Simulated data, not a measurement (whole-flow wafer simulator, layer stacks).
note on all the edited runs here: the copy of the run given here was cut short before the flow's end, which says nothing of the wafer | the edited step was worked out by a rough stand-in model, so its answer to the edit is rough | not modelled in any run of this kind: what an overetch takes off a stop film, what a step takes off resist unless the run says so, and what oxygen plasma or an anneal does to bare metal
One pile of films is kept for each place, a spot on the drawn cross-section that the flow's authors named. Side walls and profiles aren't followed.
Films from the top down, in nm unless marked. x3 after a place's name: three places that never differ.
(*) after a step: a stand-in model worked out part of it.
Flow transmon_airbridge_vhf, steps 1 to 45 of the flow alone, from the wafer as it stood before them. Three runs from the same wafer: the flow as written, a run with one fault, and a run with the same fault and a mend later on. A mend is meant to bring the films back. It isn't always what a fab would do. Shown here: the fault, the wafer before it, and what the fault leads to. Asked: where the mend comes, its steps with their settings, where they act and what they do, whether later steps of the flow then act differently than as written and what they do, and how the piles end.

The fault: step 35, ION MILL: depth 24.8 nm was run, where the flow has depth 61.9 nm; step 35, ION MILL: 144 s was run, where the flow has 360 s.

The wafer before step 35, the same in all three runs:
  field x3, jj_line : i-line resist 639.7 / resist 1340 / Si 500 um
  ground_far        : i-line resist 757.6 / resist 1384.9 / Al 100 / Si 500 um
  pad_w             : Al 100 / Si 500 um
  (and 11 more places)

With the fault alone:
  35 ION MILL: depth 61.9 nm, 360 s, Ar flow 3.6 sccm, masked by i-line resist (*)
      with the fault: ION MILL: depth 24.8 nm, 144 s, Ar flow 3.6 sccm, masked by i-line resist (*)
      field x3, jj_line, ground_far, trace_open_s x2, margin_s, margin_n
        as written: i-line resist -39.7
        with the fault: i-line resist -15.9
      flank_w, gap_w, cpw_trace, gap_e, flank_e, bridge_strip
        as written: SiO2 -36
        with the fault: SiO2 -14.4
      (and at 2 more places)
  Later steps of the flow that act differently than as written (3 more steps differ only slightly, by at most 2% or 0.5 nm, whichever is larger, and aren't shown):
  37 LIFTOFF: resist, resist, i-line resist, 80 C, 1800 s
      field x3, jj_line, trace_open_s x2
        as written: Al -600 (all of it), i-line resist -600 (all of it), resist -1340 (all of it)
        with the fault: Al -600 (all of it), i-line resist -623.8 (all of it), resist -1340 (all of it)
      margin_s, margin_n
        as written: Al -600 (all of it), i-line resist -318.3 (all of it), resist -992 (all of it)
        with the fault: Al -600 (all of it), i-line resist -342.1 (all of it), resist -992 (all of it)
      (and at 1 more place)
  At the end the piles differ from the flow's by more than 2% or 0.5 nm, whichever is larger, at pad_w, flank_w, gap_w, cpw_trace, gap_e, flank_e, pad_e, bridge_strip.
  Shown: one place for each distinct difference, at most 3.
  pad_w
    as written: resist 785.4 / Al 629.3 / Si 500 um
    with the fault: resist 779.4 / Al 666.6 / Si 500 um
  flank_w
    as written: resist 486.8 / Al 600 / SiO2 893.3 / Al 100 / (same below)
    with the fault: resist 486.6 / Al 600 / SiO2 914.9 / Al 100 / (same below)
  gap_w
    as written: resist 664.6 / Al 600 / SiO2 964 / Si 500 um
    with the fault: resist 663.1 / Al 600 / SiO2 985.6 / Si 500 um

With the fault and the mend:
  The mend comes after step 35.
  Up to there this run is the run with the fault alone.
  35a ION MILL: depth 37.1 nm, 215.8 s, Ar flow 3.6 sccm, masked by i-line resist (*) (the flow's step 35 once more, with other settings)
      field x3, jj_line, ground_far, trace_open_s x2, margin_s, margin_n
        i-line resist -23.8
      flank_w, gap_w, cpw_trace, gap_e, flank_e, bridge_strip
        SiO2 -21.6
      pad_w, pad_e
        Al -37.1
  No later step of the flow acts differently than as written at any place that is followed.
  At the end the piles differ from the flow's only slightly at the places that both follow, by at most 2% or 0.5 nm, whichever is larger.
